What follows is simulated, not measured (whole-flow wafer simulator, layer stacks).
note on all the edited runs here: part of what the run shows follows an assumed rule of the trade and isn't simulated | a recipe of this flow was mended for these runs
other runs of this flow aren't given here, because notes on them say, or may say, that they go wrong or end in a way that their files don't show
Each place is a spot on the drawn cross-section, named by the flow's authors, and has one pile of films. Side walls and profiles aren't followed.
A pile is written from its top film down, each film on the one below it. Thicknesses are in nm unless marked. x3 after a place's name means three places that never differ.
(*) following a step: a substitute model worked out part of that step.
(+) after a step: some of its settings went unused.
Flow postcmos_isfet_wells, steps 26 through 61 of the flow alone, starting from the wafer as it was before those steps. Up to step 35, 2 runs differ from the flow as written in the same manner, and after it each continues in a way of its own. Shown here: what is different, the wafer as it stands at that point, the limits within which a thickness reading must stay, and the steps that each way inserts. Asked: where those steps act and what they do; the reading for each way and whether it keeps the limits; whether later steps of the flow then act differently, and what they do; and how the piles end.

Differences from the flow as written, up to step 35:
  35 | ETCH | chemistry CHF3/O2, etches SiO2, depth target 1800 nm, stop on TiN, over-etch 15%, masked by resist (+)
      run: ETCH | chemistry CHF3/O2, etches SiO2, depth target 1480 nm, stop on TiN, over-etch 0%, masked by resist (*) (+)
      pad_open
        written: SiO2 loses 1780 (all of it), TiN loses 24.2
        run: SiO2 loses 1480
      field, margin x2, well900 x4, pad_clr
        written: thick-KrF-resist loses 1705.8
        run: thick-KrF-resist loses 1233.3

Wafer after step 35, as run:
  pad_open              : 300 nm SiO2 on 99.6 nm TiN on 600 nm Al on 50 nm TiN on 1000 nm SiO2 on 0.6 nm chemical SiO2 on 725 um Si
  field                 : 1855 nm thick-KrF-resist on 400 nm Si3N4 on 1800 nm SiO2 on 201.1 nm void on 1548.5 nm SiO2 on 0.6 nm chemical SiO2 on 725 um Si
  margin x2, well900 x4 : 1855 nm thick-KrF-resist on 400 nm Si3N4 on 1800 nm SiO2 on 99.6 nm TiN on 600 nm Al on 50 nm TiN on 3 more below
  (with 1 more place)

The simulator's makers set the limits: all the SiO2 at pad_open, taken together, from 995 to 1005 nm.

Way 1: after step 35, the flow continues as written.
  The reading taken after step 35 is 1300 nm, which is outside the limits.
  Steps further on in the flow that do not act as written (2 other steps are not shown; they differ only slightly, by no more than 2% or 0.5 nm, whichever is larger):
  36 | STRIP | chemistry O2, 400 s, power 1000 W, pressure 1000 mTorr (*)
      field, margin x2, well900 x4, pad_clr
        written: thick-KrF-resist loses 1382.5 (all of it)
        way: thick-KrF-resist loses 1855 (all of it)
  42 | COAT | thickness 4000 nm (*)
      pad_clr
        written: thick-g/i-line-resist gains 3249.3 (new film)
        way: thick-g/i-line-resist gains 3351.4 (new film)
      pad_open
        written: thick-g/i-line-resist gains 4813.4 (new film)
        way: thick-g/i-line-resist gains 4696.5 (new film)
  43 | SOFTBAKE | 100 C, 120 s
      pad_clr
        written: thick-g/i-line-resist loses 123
        way: thick-g/i-line-resist loses 98.6
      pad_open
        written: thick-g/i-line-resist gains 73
        way: thick-g/i-line-resist gains 64.3
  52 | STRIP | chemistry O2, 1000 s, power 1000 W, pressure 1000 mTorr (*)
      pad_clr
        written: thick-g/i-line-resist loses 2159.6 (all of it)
        way: thick-g/i-line-resist loses 2286.1 (all of it)
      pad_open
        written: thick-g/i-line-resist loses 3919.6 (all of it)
        way: thick-g/i-line-resist loses 3794 (all of it)
  At pad_open, the piles at the end differ from the flow's by more than 2% or 0.5 nm, whichever is larger.
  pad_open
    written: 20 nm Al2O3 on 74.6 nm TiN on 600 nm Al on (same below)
    way: 20 nm Al2O3 on 300 nm SiO2 on 99.6 nm TiN on 600 nm Al on (same below)

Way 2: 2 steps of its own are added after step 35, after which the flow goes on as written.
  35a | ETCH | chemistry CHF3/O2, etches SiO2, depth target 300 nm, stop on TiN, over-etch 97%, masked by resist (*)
      field, margin x2, well900 x4, pad_clr
        thick-KrF-resist loses 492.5
      pad_open
        SiO2 loses 300 (all of it), TiN loses 24.2
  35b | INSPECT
      alters no film at any place that is followed
  The reading taken after step 35b is 1000 nm, which is within the limits.
  Later steps of the flow that are run all act as written at every place that is followed, up to a difference of at most 2% or 0.5 nm, whichever is larger.
  The piles end only slightly different from the flow's at the places that both follow, by no more than 2% or 0.5 nm, whichever is larger.

Inside the limits: way 2. Outside the limits: way 1.
